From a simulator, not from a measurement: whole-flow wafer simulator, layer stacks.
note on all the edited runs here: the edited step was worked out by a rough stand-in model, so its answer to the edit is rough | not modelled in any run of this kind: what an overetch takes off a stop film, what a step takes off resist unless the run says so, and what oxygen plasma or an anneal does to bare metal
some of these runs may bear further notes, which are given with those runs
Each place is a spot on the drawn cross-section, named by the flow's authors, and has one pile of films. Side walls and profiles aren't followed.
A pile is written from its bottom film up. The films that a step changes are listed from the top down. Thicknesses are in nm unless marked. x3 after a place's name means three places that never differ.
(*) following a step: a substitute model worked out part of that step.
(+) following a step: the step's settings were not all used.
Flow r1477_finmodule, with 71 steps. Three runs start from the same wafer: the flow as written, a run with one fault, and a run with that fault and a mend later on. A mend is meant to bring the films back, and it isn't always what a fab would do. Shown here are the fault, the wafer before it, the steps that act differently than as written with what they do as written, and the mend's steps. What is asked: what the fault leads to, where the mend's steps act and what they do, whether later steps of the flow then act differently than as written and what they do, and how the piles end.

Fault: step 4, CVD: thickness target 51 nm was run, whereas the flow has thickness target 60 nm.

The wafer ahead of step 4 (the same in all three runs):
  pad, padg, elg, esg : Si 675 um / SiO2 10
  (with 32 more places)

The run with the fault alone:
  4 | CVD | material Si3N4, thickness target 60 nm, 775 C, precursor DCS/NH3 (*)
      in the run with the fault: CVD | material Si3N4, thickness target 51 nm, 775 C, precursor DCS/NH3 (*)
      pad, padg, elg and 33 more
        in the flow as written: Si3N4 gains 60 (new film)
        in the run with the fault: Si3N4 gains 51 (new film)
  Steps further on in the flow that do not act as written (5 more steps, not shown, differ only slightly: by at most 2% or 0.5 nm, whichever is larger):
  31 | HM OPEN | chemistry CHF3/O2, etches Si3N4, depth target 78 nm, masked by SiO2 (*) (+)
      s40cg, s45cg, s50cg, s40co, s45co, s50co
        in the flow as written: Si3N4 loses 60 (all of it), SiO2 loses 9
        in the run with the fault: Si3N4 loses 51 (all of it), SiO2 loses 10 (all of it)
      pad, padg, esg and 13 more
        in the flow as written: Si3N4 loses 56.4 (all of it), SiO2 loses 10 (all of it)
        in the run with the fault: Si3N4 loses 47.4 (all of it), SiO2 loses 10 (all of it)
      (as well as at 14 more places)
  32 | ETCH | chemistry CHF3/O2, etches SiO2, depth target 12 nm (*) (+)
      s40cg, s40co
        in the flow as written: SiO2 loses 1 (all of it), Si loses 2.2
        in the run with the fault: Si loses 2.1
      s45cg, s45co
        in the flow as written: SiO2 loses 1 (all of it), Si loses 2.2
        in the run with the fault: Si loses 2.13
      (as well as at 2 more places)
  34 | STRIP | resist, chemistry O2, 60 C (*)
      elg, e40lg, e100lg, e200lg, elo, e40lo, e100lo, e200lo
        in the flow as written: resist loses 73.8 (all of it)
        in the run with the fault: resist loses 80.7 (all of it)
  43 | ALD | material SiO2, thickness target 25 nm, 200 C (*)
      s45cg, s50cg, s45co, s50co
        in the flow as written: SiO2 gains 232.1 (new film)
        in the run with the fault: SiO2 gains 226.5 (new film)
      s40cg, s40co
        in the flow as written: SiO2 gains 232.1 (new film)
        in the run with the fault: SiO2 gains 226.4 (new film)
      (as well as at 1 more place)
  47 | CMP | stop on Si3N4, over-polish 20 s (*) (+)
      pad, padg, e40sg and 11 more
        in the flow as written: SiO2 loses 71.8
        in the run with the fault: SiO2 loses 80.8
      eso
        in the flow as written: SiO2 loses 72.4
        in the run with the fault: SiO2 loses 81.4
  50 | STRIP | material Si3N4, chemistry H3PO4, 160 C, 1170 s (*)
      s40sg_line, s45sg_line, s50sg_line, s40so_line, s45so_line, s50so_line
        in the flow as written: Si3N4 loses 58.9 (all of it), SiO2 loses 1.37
        in the run with the fault: Si3N4 loses 49.9 (all of it), SiO2 loses 1.65
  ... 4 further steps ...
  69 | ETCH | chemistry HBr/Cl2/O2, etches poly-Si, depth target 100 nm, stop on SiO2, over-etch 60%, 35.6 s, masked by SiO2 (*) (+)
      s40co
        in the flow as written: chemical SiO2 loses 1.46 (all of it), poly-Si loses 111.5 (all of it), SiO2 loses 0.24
        in the run with the fault: chemical SiO2 loses 1.46 (all of it), poly-Si loses 122.5 (all of it), SiO2 loses 0.19
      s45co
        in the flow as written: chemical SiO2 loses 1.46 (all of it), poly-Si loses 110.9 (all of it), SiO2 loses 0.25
        in the run with the fault: chemical SiO2 loses 1.46 (all of it), poly-Si loses 122.5 (all of it), SiO2 loses 0.19
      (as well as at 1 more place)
  The piles end different from the flow's at pad, padg, elg and 27 more by more than 2% or 0.5 nm, whichever is larger.
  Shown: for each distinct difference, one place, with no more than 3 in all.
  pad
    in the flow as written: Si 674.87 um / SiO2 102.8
    in the run with the fault: Si 674.87 um / SiO2 93.8
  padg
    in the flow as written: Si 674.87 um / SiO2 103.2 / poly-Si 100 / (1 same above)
    in the run with the fault: Si 674.87 um / SiO2 94.2 / poly-Si 100 / (1 same above)
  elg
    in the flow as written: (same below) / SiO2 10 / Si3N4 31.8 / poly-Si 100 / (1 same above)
    in the run with the fault: (same below) / SiO2 10 / Si3N4 22.8 / poly-Si 100 / (1 same above)

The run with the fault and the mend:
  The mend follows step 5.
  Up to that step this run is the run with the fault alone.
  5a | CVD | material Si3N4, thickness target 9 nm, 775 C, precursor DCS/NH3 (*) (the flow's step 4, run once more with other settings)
      pad, padg, elg and 33 more
        Si3N4 gains 9
  None of the later steps of the flow acts differently than as written at any place that is followed.
  By the end, the piles equal the flow's at every place that both follow.
